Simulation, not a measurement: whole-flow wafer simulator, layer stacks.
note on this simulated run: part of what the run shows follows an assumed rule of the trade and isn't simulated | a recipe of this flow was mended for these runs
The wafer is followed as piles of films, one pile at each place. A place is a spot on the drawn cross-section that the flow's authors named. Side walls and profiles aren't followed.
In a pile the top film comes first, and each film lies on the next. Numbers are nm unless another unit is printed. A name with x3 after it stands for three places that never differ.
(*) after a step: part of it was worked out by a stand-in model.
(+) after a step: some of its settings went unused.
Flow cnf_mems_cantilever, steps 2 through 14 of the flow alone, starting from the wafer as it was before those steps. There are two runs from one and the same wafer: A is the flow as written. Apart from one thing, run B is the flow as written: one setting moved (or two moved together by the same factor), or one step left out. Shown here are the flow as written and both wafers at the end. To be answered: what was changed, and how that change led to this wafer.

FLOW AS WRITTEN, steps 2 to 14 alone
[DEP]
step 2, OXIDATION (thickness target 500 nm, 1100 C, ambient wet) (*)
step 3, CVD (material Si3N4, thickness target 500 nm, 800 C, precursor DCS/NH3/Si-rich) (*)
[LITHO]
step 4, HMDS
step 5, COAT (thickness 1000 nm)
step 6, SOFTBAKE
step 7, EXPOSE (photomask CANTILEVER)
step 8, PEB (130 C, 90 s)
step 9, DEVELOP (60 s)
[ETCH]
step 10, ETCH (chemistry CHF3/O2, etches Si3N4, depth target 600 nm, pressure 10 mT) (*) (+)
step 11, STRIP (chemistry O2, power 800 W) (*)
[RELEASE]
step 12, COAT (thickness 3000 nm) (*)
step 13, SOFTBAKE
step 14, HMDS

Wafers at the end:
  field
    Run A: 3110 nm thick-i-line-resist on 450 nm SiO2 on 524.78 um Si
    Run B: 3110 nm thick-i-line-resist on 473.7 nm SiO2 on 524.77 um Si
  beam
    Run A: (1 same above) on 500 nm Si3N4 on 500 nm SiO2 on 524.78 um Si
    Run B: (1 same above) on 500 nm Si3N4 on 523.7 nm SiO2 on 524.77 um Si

Cause: step 2, OXIDATION: 1112 C was run, while the flow as written has 1100 C.

How this came from the change, step by step:
  step 2, OXIDATION (thickness target 500 nm, 1100 C, ambient wet) (*)
      field, beam: A SiO2 gains 500 (new film), chemical SiO2 loses 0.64 (all of it), Si loses 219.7 | B SiO2 gains 523.7 (new film), chemical SiO2 loses 0.64 (all of it), Si loses 230.1
